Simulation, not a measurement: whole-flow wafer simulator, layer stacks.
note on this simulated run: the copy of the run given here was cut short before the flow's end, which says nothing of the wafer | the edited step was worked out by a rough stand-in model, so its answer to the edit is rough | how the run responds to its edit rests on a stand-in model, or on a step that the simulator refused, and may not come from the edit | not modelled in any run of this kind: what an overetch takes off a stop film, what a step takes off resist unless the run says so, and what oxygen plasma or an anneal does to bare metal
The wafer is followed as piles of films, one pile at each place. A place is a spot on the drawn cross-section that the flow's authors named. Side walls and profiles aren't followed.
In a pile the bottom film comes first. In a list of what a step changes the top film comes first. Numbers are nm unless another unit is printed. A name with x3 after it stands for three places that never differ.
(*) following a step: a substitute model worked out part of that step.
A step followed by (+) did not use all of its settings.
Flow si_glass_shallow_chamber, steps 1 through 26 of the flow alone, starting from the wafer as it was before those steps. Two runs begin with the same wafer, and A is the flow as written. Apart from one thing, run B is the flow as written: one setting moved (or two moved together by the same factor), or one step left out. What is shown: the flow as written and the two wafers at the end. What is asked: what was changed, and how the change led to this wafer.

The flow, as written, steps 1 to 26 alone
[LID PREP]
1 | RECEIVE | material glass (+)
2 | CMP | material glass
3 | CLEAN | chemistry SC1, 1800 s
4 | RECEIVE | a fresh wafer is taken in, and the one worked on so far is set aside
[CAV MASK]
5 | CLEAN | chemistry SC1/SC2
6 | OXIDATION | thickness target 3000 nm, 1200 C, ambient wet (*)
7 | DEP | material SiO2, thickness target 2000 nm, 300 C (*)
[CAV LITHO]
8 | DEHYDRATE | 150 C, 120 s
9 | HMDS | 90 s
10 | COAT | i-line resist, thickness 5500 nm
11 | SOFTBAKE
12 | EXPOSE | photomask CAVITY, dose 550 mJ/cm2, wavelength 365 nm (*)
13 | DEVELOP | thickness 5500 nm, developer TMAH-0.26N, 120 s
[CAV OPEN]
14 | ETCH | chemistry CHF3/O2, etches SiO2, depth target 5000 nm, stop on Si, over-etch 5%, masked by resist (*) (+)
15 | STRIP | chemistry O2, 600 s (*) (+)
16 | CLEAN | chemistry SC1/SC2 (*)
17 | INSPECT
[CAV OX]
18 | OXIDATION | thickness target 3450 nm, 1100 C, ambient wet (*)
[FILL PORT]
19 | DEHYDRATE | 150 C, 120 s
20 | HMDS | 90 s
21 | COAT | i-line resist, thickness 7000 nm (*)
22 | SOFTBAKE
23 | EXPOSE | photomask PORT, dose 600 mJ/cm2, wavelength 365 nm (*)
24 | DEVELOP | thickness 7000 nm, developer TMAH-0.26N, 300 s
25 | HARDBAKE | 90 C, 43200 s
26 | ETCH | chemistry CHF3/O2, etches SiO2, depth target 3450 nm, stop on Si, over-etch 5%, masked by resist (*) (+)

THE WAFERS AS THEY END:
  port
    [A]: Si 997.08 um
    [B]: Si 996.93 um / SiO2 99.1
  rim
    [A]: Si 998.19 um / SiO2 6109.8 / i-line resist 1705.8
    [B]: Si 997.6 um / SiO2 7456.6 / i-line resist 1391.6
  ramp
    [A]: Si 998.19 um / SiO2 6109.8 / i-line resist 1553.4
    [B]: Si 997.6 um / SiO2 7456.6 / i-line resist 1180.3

What caused this: step 6, OXIDATION: thickness target 4575 nm was run, while the flow as written has thickness target 3000 nm.

Step by step, how the change led to this:
  6 | OXIDATION | thickness target 3000 nm, 1200 C, ambient wet (*)
      rim, ramp, cav, port, septum, ring: A SiO2 gains 3000 (new film), chemical SiO2 loses 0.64 (all of it), Si loses 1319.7 | B SiO2 gains 4575 (new film), chemical SiO2 loses 0.64 (all of it), Si loses 2012.7
  14 | ETCH | chemistry CHF3/O2, etches SiO2, depth target 5000 nm, stop on Si, over-etch 5%, masked by resist (*) (+)
      cav, port: A SiO2 loses 5000 (all of it), Si loses 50 | B SiO2 loses 5250
  15 | STRIP | chemistry O2, 600 s (*) (+)
      cav, port: A chemical SiO2 gains 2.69 (new film), Si loses 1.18 | B nothing
  18 | OXIDATION | thickness target 3450 nm, 1100 C, ambient wet (*)
      cav, port: A SiO2 gains 3450 (new film), chemical SiO2 loses 2.69 (all of it), Si loses 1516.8 | B SiO2 gains 2396.6, Si loses 1054.5
      rim, ramp, septum, ring: A SiO2 gains 1109.8, Si loses 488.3 | B SiO2 gains 881.6, Si loses 387.9
  21 | COAT | i-line resist, thickness 7000 nm (*)
      rim: A i-line resist gains 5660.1 (new film) | B i-line resist gains 5433.9 (new film)
      ramp: A i-line resist gains 5087.8 (new film) | B i-line resist gains 4777.2 (new film)
  22 | SOFTBAKE
      rim: A i-line resist loses 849 | B i-line resist loses 947.9
      ramp: A i-line resist loses 434.5 | B i-line resist loses 509.3
      (as well as at 3 more places)
  25 | HARDBAKE | 90 C, 43200 s
      rim: A i-line resist loses 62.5 | B i-line resist loses 51.6
      ramp: A i-line resist loses 57.1 | B i-line resist loses 44.8
      (as well as at 1 more place)
  26 | ETCH | chemistry CHF3/O2, etches SiO2, depth target 3450 nm, stop on Si, over-etch 5%, masked by resist (*) (+)
      port: A SiO2 loses 3450 (all of it), Si loses 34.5 | B SiO2 loses 3622.5
